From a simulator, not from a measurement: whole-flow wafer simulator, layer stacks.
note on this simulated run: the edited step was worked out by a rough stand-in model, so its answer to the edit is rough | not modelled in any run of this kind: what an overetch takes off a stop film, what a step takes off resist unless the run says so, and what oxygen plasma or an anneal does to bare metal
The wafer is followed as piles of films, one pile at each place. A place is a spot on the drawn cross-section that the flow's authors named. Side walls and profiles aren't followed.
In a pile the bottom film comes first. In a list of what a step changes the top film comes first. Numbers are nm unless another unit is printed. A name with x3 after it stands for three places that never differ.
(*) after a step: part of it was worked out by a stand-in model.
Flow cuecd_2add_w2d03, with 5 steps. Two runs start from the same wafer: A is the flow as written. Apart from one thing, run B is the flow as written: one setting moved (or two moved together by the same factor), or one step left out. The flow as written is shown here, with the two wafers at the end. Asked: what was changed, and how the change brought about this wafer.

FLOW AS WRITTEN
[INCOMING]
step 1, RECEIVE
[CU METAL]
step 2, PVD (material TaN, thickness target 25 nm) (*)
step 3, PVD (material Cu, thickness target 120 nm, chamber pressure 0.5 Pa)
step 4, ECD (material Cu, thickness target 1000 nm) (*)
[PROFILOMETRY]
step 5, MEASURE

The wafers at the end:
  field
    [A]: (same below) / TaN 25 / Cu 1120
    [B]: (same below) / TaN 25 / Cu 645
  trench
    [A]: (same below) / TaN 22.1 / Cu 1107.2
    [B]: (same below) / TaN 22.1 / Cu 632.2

What caused this: step 4, ECD: thickness target 525 nm was run, though the flow has thickness target 1000 nm.

The path from the change to this, step by step:
  step 4, ECD (material Cu, thickness target 1000 nm) (*)
      field, trench: A +1000 Cu | B +525 Cu
